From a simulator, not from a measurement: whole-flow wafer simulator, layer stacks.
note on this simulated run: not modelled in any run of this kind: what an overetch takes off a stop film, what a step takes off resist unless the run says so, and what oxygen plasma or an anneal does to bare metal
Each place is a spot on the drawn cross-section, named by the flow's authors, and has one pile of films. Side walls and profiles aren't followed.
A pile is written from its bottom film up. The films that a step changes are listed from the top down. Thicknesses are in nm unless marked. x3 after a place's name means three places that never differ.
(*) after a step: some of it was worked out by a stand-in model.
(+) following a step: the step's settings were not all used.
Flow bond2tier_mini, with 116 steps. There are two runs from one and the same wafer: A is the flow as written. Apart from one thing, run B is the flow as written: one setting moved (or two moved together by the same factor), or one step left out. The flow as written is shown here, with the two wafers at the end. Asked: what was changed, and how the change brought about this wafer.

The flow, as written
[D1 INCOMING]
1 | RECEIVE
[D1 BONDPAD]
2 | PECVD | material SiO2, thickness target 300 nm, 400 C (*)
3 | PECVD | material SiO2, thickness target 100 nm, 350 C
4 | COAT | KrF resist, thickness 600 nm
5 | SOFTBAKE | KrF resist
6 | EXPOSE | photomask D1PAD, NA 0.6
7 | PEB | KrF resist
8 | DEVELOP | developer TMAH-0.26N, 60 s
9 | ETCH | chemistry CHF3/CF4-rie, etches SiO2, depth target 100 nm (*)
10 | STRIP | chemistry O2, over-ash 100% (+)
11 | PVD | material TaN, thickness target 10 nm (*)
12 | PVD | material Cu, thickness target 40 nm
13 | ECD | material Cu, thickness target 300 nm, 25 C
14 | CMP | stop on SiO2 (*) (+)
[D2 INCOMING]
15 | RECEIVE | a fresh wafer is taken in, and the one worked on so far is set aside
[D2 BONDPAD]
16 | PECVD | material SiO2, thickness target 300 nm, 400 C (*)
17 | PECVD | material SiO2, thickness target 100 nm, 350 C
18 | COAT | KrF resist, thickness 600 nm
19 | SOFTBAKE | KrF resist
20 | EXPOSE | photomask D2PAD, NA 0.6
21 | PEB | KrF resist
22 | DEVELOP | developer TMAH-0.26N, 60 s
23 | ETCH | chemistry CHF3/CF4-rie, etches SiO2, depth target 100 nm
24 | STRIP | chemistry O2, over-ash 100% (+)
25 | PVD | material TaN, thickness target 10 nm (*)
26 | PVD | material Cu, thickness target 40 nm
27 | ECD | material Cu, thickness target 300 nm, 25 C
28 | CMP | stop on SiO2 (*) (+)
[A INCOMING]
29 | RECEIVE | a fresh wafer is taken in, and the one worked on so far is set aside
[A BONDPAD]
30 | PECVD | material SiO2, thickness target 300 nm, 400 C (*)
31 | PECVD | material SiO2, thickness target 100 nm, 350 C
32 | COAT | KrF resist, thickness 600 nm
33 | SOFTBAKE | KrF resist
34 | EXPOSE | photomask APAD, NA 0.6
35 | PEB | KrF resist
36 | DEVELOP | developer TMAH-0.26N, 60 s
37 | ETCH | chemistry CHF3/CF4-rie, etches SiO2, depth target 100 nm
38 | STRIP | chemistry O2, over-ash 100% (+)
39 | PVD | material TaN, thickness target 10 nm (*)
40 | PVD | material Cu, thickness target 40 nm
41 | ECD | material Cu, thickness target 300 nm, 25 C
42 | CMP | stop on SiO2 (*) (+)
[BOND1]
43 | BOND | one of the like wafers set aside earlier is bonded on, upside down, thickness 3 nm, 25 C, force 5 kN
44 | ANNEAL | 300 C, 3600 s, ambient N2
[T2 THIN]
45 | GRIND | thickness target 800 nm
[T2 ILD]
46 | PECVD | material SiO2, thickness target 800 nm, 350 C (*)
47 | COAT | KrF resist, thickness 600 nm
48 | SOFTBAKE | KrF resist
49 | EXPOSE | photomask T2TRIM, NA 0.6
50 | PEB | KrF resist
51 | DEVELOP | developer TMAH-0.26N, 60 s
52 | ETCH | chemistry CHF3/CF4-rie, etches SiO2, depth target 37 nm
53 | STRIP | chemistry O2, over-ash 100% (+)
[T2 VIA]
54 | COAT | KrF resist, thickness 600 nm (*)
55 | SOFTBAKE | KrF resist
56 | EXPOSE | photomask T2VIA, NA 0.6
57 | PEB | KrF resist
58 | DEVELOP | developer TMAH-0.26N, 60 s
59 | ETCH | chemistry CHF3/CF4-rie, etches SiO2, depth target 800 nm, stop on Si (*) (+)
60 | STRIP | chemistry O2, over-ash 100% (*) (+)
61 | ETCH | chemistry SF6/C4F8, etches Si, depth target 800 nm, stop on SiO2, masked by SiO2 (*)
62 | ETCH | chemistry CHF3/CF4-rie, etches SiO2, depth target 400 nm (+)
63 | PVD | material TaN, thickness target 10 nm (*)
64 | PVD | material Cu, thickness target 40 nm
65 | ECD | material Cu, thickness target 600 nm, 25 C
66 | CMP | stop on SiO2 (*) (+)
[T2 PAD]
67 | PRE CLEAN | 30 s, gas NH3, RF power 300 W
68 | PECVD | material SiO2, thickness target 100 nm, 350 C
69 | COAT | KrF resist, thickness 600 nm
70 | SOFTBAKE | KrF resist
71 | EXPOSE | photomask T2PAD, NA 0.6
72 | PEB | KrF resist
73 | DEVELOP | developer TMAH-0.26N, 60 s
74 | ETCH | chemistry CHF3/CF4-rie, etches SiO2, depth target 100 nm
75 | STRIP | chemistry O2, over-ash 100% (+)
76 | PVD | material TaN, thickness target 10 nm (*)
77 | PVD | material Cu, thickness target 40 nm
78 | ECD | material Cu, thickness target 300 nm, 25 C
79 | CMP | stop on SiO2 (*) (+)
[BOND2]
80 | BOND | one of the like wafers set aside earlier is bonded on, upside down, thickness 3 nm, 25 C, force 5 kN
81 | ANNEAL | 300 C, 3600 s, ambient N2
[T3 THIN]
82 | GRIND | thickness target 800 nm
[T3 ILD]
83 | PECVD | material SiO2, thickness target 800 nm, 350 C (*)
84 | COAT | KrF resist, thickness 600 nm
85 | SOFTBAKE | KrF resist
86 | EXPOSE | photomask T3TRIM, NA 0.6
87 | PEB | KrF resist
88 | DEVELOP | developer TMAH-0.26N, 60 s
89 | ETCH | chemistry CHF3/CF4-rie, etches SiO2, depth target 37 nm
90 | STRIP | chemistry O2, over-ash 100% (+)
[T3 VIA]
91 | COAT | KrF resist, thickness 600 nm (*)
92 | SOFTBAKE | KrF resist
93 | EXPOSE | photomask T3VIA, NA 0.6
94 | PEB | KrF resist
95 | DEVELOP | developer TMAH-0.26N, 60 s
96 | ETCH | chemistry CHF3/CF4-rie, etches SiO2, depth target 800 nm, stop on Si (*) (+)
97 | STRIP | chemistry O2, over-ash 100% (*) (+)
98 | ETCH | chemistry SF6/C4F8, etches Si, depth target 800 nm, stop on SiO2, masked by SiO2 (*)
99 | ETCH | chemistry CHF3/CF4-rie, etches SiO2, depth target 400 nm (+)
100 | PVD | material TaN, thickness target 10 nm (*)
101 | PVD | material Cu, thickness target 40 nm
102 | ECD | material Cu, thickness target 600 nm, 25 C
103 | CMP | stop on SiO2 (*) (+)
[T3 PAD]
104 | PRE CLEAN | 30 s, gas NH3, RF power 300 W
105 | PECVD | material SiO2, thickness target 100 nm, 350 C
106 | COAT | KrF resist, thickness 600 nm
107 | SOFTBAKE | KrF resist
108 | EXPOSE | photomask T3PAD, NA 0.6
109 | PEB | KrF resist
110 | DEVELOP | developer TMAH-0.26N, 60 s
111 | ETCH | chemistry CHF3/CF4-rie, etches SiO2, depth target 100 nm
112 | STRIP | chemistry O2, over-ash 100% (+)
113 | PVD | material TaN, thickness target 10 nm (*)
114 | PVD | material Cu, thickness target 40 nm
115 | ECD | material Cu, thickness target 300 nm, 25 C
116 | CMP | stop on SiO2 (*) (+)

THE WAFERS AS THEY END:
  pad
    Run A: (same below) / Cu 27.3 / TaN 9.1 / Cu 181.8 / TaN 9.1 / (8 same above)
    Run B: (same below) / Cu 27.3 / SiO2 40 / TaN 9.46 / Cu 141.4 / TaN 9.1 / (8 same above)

What caused this: step 74, ETCH: depth target 60 nm was run, though the flow has depth target 100 nm.

The path from the change to this, step by step:
  74 | ETCH | chemistry CHF3/CF4-rie, etches SiO2, depth target 100 nm
      pad: A -100 SiO2 (all of it) | B -60 SiO2
      field: A -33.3 KrF resist | B -20 KrF resist
  75 | STRIP | chemistry O2, over-ash 100% (+)
      field: A -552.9 KrF resist (all of it) | B -566.3 KrF resist (all of it)
  77 | PVD | material Cu, thickness target 40 nm
      pad: A +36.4 Cu (new film) | B +37.8 Cu (new film)
  78 | ECD | material Cu, thickness target 300 nm, 25 C
      pad: A +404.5 Cu | B +362.7 Cu
If metal films that touch count as one body, pad has 4 bodies (between them, from the top down: SiO2 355 / Si 800 / chemical SiO2 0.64 / SiO2 300; SiO2 40; SiO2 355 / Si 800 / chemical SiO2 0.64 / SiO2 300); the flow as written gives 3 bodies (between them, from the top down: SiO2 355 / Si 800 / chemical SiO2 0.64 / SiO2 300; SiO2 355 / Si 800 / chemical SiO2 0.64 / SiO2 300).
